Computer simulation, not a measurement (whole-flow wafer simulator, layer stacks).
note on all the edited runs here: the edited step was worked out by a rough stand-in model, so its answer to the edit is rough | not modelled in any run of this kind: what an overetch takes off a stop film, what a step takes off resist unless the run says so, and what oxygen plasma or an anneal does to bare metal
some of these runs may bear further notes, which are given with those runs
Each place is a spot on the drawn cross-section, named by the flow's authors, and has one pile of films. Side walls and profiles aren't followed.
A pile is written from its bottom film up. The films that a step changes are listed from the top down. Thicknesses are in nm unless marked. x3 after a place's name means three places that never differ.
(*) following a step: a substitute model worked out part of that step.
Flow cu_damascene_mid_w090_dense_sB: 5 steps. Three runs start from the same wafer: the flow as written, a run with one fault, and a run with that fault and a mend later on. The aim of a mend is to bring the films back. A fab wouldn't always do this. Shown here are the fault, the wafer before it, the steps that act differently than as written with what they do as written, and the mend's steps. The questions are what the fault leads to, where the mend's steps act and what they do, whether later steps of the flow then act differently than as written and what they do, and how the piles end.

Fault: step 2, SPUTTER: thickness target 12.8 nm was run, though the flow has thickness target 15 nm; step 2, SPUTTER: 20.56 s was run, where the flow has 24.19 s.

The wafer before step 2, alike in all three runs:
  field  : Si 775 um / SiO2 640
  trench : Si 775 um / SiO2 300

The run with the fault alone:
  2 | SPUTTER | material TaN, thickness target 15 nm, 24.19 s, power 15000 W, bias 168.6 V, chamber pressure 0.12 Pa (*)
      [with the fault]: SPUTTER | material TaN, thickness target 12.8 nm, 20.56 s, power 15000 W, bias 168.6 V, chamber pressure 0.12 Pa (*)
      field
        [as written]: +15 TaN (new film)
        [with the fault]: +12.8 TaN (new film)
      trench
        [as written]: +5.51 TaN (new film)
        [with the fault]: +4.7 TaN (new film)
  Every later step of the flow that is run acts as written, at every place that is followed, to within 2% or 0.5 nm, whichever is larger.
  The piles end different from the flow's at field, trench by more than 2% or 0.5 nm, whichever is larger.
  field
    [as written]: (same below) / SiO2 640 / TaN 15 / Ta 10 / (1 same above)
    [with the fault]: (same below) / SiO2 640 / TaN 12.8 / Ta 10 / (1 same above)
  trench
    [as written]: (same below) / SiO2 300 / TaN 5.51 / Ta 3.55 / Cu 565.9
    [with the fault]: (same below) / SiO2 300 / TaN 4.7 / Ta 3.58 / Cu 564.5

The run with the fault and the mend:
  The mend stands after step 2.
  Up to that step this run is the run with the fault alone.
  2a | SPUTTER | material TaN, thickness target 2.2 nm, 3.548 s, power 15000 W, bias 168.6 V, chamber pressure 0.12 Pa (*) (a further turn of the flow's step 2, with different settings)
      field
        +2.2 TaN
      trench
        +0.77 TaN
  Every later step of the flow that is run acts as written at every place that is followed.
  The piles end only slightly different from the flow's at the places that both follow, by no more than 2% or 0.5 nm, whichever is larger.
